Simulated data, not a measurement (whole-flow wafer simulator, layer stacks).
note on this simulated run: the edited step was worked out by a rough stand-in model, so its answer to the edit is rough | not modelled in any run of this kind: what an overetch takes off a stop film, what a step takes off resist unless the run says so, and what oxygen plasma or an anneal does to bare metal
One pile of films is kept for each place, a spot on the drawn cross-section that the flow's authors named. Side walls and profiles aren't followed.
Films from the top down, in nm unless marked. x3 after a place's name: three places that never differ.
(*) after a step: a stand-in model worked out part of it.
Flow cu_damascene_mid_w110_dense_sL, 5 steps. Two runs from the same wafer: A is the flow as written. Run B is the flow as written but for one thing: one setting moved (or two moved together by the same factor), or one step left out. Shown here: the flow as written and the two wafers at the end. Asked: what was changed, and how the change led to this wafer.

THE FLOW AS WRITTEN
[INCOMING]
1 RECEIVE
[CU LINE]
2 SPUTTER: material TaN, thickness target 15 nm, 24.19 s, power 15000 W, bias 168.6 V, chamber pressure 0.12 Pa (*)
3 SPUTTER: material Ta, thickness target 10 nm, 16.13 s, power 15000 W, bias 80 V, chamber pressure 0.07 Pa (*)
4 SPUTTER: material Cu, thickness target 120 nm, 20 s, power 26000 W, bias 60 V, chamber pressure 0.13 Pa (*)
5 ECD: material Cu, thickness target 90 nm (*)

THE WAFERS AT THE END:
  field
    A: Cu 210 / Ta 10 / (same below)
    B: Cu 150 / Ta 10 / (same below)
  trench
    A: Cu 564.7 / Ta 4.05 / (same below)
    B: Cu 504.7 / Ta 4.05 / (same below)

The cause: step 4, SPUTTER: 10 s was run, where the flow has 20 s.

How the change led to this, step by step:
  4 SPUTTER: material Cu, thickness target 120 nm, 20 s, power 26000 W, bias 60 V, chamber pressure 0.13 Pa (*)
      field: A Cu +120 (new film) | B Cu +60 (new film)
      trench: A Cu +49.9 (new film) | B Cu +25 (new film)
  5 ECD: material Cu, thickness target 90 nm (*)
      trench: A Cu +514.8 | B Cu +479.8
